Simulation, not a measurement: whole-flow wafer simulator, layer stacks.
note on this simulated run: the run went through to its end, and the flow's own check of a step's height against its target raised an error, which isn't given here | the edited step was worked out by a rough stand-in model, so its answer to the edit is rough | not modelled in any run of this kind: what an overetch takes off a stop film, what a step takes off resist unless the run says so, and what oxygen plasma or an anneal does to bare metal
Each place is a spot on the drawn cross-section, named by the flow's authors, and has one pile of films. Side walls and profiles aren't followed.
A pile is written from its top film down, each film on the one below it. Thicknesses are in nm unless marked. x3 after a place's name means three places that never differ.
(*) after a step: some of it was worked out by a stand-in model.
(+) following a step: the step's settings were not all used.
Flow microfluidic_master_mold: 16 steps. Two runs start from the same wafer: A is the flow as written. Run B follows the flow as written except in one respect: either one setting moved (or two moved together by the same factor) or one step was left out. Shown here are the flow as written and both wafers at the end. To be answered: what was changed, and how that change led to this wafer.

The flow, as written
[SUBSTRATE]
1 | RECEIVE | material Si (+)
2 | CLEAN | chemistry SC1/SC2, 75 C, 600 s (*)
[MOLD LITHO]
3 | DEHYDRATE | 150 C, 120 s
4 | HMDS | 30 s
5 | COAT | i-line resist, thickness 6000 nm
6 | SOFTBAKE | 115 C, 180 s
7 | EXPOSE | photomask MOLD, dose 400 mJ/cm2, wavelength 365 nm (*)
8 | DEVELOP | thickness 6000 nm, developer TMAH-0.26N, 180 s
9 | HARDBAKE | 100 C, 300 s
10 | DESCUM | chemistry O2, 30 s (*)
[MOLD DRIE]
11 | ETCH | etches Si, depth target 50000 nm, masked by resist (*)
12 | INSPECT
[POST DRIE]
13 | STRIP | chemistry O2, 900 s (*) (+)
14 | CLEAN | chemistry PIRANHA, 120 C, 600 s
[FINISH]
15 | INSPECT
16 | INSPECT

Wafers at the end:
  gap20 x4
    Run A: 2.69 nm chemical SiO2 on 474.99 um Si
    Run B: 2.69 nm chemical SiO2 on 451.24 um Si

What caused this: step 11, ETCH: depth target 73750 nm was run, whereas the flow has depth target 50000 nm.

How this came from the change, step by step:
  11 | ETCH | etches Si, depth target 50000 nm, masked by resist (*)
      gap20 x4: A chemical SiO2 loses 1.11 (all of it), Si loses 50 um | B chemical SiO2 loses 1.11 (all of it), Si loses 73.75 um
      ridge: A i-line resist loses 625 | B i-line resist loses 921.9
  13 | STRIP | chemistry O2, 900 s (*) (+)
      ridge: A i-line resist loses 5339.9 (all of it), chemical SiO2 gains 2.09, Si loses 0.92 | B i-line resist loses 5043.1 (all of it), chemical SiO2 gains 2.09, Si loses 0.92
